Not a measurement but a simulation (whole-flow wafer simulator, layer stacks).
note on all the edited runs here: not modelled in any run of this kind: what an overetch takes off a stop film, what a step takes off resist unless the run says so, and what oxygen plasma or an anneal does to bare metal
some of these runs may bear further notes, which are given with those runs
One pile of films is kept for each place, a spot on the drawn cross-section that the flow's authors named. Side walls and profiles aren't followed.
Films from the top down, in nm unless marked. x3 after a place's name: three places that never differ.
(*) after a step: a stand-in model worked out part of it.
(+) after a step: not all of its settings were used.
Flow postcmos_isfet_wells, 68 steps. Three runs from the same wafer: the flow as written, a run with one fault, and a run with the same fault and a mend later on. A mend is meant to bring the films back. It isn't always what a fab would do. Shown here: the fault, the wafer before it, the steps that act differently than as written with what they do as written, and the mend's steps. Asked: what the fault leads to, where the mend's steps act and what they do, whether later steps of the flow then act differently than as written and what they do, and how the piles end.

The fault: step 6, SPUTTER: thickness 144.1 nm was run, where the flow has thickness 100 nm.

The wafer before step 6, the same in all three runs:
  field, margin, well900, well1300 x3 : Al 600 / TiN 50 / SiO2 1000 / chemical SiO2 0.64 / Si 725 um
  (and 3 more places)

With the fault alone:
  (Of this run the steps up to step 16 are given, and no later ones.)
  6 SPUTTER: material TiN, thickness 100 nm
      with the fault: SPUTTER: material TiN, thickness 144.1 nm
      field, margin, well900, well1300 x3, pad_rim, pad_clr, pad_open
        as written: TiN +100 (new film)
        with the fault: TiN +144.1 (new film)
  Later steps of the flow that act differently than as written:
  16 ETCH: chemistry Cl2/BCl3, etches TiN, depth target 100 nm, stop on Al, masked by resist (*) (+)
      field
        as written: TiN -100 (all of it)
        with the fault: TiN -100
  After step 16 the piles differ from the flow's by more than 2% or 0.5 nm, whichever is larger, at field, margin, well900, well1300 x3, pad_rim, pad_clr, pad_open.
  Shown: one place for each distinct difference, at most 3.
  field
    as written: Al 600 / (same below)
    with the fault: TiN 44.1 / Al 600 / (same below)
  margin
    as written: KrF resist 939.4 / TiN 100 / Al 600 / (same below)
    with the fault: KrF resist 939.4 / TiN 144.1 / Al 600 / (same below)

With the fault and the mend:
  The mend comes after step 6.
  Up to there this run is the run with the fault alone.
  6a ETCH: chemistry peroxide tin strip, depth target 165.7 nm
      field, margin, well900, well1300 x3, pad_rim, pad_clr, pad_open
        TiN -144.1 (all of it)
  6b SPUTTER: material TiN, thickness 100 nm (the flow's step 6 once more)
      field, margin, well900, well1300 x3, pad_rim, pad_clr, pad_open
        TiN +100 (new film)
  No later step of the flow acts differently than as written at any place that is followed.
  At the end the piles are the same as the flow's at every place that both follow.
